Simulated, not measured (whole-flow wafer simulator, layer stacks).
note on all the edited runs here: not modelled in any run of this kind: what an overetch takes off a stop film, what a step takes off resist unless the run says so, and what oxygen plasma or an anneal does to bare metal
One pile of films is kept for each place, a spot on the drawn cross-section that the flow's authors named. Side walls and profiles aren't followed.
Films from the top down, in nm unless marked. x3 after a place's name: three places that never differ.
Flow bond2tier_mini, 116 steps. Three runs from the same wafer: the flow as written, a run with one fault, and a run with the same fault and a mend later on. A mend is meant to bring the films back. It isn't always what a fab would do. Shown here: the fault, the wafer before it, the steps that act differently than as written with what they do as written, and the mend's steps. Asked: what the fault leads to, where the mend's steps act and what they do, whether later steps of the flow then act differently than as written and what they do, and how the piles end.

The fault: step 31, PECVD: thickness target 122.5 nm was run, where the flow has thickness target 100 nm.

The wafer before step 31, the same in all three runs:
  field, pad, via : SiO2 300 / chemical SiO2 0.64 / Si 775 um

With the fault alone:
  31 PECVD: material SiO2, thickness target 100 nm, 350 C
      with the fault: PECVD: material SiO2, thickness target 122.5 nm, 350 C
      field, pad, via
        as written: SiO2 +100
        with the fault: SiO2 +122.5
  No later step of the flow acts differently than as written at any place that is followed.
  At the end the piles differ from the flow's by more than 2% or 0.5 nm, whichever is larger, at field, pad.
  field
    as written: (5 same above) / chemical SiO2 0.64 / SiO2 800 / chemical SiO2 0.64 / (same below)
    with the fault: (5 same above) / chemical SiO2 0.64 / SiO2 822.5 / chemical SiO2 0.64 / (same below)
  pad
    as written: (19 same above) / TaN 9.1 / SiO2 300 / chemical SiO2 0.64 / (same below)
    with the fault: (19 same above) / TaN 9.1 / SiO2 322.5 / chemical SiO2 0.64 / (same below)

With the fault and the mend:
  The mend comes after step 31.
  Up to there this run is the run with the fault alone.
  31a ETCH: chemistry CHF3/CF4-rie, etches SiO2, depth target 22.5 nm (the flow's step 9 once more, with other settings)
      field, pad, via
        SiO2 -22.5
  No later step of the flow acts differently than as written at any place that is followed.
  At the end the piles are the same as the flow's at every place that both follow.
